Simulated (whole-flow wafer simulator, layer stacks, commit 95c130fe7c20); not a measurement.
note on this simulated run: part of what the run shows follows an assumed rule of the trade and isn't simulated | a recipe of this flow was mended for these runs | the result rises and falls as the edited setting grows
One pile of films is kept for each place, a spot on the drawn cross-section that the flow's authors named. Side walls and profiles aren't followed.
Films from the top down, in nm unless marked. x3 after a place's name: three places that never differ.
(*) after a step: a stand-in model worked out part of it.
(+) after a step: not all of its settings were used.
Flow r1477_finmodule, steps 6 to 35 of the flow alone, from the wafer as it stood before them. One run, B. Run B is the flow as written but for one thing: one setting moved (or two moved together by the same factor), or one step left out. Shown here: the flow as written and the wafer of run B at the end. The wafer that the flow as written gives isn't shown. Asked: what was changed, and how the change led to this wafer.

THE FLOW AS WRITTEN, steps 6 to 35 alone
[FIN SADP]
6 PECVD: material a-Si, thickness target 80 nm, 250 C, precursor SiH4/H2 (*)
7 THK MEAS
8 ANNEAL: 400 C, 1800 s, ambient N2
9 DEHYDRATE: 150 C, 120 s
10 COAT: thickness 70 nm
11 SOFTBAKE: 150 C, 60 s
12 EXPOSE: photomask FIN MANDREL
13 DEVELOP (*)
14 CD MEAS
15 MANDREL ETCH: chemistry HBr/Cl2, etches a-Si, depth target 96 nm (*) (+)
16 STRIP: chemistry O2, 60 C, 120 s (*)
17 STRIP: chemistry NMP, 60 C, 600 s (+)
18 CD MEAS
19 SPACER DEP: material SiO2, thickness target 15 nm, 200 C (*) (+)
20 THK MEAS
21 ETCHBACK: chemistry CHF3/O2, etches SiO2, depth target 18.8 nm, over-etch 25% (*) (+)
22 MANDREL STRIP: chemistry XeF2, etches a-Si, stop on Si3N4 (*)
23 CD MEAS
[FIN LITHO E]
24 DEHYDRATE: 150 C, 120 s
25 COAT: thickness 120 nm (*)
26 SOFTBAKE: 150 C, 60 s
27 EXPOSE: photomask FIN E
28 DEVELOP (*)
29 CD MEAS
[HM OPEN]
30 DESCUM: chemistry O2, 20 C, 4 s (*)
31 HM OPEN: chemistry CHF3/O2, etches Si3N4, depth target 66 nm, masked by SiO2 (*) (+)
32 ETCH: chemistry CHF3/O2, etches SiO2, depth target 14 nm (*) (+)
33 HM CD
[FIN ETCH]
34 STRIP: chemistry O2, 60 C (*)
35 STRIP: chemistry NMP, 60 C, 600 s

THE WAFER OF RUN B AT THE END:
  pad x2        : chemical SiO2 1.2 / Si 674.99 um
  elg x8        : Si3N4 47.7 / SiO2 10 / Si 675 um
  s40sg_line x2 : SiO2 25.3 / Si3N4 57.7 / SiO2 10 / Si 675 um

The cause: step 21, ETCHBACK: depth target 25.6 nm was run, where the flow has depth target 18.8 nm.

How the change led to this, step by step:
  21 ETCHBACK: chemistry CHF3/O2, etches SiO2, depth target 18.8 nm, over-etch 25% (*) (+)
      pad x2, elg x8, esg x2 and 12 more: SiO2 -15 (all of it), Si3N4 -10 (as written it would be: SiO2 -15 (all of it), Si3N4 -3.62)
      s40cg x2, s45cg x2, s50cg x2: SiO2 -15 (all of it), chemical SiO2 -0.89 (all of it), a-Si -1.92 (as written it would be: SiO2 -15 (all of it), chemical SiO2 -0.89 (all of it), a-Si -0.58)
  25 COAT: thickness 120 nm (*)
      s40cg x2: e-beam-resist +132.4 (new film) (as written it would be: e-beam-resist +136.7 (new film))
      s40sg_line x2: e-beam-resist +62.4 (new film) (as written it would be: e-beam-resist +60 (new film))
      (and at 8 more places)
  28 DEVELOP (*)
      s40cg x2: e-beam-resist -132.4 (all of it) (as written it would be: e-beam-resist -136.7 (all of it))
      s40sg_line x2: e-beam-resist -62.4 (all of it) (as written it would be: e-beam-resist -60 (all of it))
      (and at 8 more places)
  31 HM OPEN: chemistry CHF3/O2, etches Si3N4, depth target 66 nm, masked by SiO2 (*) (+)
      pad x2, esg x2, e40sg x2, e100sg x2, e200sg x2, s40sg x2, s45sg x2, s50sg x2: Si3N4 -47.7 (all of it), SiO2 -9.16 (as written it would be: Si3N4 -54.1 (all of it), SiO2 -5.95)
  32 ETCH: chemistry CHF3/O2, etches SiO2, depth target 14 nm (*) (+)
      pad x2, esg x2, e40sg x2, e100sg x2, e200sg x2, s40sg x2, s45sg x2, s50sg x2: SiO2 -0.84 (all of it), Si -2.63 (as written it would be: SiO2 -4.05 (all of it), Si -1.99)
